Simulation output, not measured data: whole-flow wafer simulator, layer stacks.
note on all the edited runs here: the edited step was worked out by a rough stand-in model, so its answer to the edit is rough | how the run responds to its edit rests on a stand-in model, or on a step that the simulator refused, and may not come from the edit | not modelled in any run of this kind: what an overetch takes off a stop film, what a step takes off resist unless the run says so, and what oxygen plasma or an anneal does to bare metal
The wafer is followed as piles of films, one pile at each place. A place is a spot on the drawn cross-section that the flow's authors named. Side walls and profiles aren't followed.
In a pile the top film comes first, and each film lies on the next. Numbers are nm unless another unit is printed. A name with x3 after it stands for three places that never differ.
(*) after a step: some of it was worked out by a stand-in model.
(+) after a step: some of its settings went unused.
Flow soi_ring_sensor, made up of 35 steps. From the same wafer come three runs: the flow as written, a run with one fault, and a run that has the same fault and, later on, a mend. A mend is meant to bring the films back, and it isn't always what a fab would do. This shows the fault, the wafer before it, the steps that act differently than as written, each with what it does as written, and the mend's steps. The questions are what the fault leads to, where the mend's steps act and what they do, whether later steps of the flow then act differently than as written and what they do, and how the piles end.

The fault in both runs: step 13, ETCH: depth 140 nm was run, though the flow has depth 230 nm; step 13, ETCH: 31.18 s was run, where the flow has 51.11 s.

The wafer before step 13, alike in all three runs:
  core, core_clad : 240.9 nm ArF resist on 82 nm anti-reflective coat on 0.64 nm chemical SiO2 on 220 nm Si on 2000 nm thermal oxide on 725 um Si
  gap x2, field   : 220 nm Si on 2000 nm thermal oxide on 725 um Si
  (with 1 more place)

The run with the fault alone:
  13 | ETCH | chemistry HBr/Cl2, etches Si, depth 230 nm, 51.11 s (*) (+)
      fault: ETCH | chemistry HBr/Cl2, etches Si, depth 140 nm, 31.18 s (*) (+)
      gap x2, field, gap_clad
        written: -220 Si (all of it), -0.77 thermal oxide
        fault: -140 Si
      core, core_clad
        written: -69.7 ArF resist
        fault: -42.5 ArF resist
  Steps later in the flow that act otherwise than as written (not shown: 1 more step that differs only slightly, by at most 2% or 0.5 nm, whichever is larger):
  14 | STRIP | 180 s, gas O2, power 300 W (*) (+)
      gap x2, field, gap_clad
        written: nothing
        fault: +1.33 chemical SiO2 (new film), -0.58 Si
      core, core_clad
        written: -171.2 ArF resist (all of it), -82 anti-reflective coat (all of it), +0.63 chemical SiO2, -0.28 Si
        fault: -198.4 ArF resist (all of it), -82 anti-reflective coat (all of it), +0.62 chemical SiO2, -0.27 Si
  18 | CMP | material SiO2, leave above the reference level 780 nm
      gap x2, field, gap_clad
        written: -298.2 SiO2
        fault: -379.8 SiO2
  At field, the piles at the end differ from the flow's by more than 2% or 0.5 nm, whichever is larger.
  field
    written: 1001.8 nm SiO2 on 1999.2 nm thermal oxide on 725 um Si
    fault: 920.2 nm SiO2 on 1.33 nm chemical SiO2 on 79.4 nm Si on 2000 nm thermal oxide on 725 um Si

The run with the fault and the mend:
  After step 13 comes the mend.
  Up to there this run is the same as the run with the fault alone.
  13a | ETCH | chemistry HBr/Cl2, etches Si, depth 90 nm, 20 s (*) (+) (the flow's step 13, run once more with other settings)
      gap x2, field, gap_clad
        -80 Si (all of it), -0.77 thermal oxide
      core, core_clad
        -27.3 ArF resist
  Every later step of the flow that is run acts as written, at every place that is followed, to within 2% or 0.5 nm, whichever is larger.
  By the end, the piles equal the flow's at every place that both follow.
